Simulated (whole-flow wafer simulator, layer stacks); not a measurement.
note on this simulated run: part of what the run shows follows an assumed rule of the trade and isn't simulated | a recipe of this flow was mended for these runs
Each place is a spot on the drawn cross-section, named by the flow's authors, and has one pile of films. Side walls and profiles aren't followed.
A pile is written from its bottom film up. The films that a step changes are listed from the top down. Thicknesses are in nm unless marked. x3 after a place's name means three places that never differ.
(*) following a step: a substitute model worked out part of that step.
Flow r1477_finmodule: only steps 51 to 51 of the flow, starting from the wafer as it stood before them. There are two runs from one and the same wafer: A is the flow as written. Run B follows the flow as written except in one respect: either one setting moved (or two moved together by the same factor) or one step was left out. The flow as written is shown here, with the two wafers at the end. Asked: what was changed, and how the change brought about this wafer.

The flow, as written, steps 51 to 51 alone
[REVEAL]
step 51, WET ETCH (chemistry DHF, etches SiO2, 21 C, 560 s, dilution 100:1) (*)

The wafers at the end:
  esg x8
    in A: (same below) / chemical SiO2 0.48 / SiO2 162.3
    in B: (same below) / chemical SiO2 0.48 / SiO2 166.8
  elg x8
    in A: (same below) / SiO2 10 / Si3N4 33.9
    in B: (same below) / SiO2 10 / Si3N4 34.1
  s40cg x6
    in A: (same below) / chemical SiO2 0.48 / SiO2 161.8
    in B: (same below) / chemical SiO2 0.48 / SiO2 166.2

The reason: step 51, WET ETCH: 16.8 C was run, whereas the flow has 21 C.

The path from the change to this, step by step:
  step 51, WET ETCH (chemistry DHF, etches SiO2, 21 C, 560 s, dilution 100:1) (*)
      esg x8, s40cg x6, s40sg x6: A SiO2 loses 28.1 | B SiO2 loses 23.6
      pad x2: A SiO2 loses 30.5 | B SiO2 loses 25.6
